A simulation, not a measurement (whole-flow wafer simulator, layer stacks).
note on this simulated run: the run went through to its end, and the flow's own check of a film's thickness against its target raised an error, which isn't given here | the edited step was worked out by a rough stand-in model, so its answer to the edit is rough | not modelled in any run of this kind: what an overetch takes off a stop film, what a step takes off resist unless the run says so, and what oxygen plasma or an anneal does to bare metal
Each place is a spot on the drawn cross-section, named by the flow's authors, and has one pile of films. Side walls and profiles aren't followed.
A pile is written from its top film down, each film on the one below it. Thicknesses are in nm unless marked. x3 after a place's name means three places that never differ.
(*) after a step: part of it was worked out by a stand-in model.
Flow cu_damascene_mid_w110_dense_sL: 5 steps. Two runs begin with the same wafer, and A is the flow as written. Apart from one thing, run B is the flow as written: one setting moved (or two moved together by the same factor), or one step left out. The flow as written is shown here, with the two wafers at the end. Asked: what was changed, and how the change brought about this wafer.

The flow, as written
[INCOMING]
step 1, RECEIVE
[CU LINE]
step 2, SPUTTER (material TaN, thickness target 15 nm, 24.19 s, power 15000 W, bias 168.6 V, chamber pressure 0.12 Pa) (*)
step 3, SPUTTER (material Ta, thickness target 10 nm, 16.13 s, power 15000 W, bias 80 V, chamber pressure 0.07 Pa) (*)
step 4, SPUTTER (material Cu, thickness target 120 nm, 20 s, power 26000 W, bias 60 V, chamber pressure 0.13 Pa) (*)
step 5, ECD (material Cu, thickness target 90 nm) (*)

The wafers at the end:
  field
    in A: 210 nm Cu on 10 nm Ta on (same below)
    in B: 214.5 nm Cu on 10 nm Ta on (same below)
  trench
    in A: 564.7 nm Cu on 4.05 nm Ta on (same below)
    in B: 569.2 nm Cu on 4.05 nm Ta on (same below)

Cause: step 5, ECD: thickness target 94.5 nm was run, though the flow has thickness target 90 nm.

The path from the change to this, step by step:
  step 5, ECD (material Cu, thickness target 90 nm) (*)
      field: A Cu gains 90 | B Cu gains 94.5
